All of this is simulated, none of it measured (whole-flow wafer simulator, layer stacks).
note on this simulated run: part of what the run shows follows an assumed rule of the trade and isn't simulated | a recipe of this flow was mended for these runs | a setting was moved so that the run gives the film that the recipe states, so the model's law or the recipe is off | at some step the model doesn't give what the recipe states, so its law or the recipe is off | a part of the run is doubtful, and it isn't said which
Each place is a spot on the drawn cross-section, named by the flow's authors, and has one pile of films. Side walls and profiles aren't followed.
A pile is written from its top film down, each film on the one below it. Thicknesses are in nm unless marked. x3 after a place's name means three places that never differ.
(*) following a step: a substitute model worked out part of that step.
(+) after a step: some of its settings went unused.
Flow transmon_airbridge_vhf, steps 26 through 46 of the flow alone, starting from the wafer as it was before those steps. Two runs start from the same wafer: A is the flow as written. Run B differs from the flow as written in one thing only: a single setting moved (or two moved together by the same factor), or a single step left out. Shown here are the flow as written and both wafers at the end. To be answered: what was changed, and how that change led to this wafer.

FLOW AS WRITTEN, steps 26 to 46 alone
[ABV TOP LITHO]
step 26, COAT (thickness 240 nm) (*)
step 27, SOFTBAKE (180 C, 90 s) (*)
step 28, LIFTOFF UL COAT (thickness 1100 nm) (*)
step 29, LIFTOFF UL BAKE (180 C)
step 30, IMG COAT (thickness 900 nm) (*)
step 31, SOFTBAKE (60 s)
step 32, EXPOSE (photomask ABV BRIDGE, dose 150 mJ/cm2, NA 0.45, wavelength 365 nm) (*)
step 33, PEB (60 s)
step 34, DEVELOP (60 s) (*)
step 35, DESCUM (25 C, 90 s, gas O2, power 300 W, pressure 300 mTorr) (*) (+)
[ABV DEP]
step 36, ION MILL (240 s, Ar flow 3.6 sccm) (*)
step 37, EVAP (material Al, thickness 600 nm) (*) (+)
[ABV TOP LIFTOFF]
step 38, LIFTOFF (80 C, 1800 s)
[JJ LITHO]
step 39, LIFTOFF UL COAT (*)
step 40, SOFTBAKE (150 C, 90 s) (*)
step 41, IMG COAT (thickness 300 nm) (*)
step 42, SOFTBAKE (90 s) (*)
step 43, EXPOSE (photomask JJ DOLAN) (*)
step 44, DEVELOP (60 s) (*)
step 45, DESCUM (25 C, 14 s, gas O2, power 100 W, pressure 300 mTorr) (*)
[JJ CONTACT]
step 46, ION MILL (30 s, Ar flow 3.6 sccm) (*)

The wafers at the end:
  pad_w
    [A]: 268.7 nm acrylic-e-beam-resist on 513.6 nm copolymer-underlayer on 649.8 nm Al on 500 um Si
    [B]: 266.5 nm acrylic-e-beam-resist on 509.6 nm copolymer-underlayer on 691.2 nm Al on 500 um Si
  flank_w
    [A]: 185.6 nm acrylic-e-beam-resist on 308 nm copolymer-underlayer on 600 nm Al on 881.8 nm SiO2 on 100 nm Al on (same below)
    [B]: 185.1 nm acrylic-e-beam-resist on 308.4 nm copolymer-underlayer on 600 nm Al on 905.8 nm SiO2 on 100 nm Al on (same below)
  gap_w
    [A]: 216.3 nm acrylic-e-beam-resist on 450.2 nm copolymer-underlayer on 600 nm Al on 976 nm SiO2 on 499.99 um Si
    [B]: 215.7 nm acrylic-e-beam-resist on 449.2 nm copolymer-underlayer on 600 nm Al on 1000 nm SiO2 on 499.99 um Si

What caused this: step 36, ION MILL: 240 s, Ar flow 3.6 sccm (*), was skipped.

The path from the change to this, step by step:
  step 38, LIFTOFF (80 C, 1800 s)
      field x3, jj_line, trace_open_s x2: A Al loses 600 (all of it), i-line-resist loses 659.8 (all of it), lift-off-underlayer loses 1100 (all of it), acrylic-e-beam-resist loses 240 (all of it) | B Al loses 600 (all of it), i-line-resist loses 686.3 (all of it), lift-off-underlayer loses 1100 (all of it), acrylic-e-beam-resist loses 240 (all of it)
      margin_s, margin_n: A Al loses 600 (all of it), i-line-resist loses 378.2 (all of it), lift-off-underlayer loses 823.4 (all of it), acrylic-e-beam-resist loses 168.6 (all of it) | B Al loses 600 (all of it), i-line-resist loses 404.7 (all of it), lift-off-underlayer loses 823.4 (all of it), acrylic-e-beam-resist loses 168.6 (all of it)
      (also at 1 further place)
